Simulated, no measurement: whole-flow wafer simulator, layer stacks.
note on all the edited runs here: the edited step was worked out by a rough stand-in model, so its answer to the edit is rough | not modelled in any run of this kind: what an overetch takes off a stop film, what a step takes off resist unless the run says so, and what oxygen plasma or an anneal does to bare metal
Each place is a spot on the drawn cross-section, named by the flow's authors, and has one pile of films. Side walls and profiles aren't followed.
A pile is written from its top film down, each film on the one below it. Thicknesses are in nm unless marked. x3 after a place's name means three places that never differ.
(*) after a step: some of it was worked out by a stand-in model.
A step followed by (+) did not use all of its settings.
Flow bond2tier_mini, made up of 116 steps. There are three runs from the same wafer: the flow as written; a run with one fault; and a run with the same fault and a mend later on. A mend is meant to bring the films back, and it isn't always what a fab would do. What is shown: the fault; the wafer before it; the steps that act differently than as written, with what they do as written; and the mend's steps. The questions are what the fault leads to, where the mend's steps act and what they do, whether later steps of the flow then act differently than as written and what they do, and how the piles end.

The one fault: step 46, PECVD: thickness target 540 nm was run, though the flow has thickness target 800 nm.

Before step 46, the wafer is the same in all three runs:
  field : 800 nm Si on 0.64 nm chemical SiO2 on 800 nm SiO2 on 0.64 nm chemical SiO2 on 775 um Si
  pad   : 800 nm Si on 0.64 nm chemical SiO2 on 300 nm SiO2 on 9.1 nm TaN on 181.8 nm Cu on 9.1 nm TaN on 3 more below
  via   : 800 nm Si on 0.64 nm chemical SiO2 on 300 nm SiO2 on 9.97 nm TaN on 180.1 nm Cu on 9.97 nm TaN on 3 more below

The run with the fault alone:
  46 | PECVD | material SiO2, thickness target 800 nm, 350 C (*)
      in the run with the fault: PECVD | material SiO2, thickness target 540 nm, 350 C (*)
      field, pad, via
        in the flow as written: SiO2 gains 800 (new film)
        in the run with the fault: SiO2 gains 540 (new film)
  Steps further on in the flow that do not act as written:
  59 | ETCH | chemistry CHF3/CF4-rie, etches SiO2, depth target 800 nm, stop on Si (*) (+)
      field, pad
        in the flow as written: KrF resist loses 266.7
        in the run with the fault: KrF resist loses 251.5
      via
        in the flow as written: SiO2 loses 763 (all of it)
        in the run with the fault: SiO2 loses 503 (all of it)
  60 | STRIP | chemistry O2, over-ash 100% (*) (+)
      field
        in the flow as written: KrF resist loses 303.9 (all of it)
        in the run with the fault: KrF resist loses 319.1 (all of it)
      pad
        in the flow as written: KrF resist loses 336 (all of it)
        in the run with the fault: KrF resist loses 351.1 (all of it)
  The piles end different from the flow's at field, pad by more than 2% or 0.5 nm, whichever is larger.
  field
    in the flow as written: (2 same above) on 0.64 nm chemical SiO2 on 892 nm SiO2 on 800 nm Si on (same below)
    in the run with the fault: (2 same above) on 0.64 nm chemical SiO2 on 632 nm SiO2 on 800 nm Si on (same below)
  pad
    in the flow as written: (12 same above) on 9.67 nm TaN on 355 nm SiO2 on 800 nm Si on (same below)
    in the run with the fault: (12 same above) on 9.67 nm TaN on 95 nm SiO2 on 800 nm Si on (same below)

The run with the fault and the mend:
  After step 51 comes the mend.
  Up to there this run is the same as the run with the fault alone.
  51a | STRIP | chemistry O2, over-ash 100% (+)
      field
        KrF resist loses 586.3 (all of it)
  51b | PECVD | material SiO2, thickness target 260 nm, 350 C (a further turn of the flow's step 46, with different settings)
      field, pad, via
        SiO2 gains 260
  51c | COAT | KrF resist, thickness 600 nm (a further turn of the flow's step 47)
      field, pad, via
        KrF resist gains 600 (new film)
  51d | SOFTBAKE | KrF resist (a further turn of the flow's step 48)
      alters no film at any place that is followed
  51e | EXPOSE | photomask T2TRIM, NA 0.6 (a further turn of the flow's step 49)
      alters no film at any place that is followed
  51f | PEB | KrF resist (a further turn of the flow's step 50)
      alters no film at any place that is followed
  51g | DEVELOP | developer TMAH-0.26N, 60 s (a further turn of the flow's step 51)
      pad, via
        KrF resist loses 600 (all of it)
      field
        KrF resist loses 13.7
  Later steps of the flow that are run all act as written at every place that is followed.
  At every place that both follow, the piles at the end match the flow's.
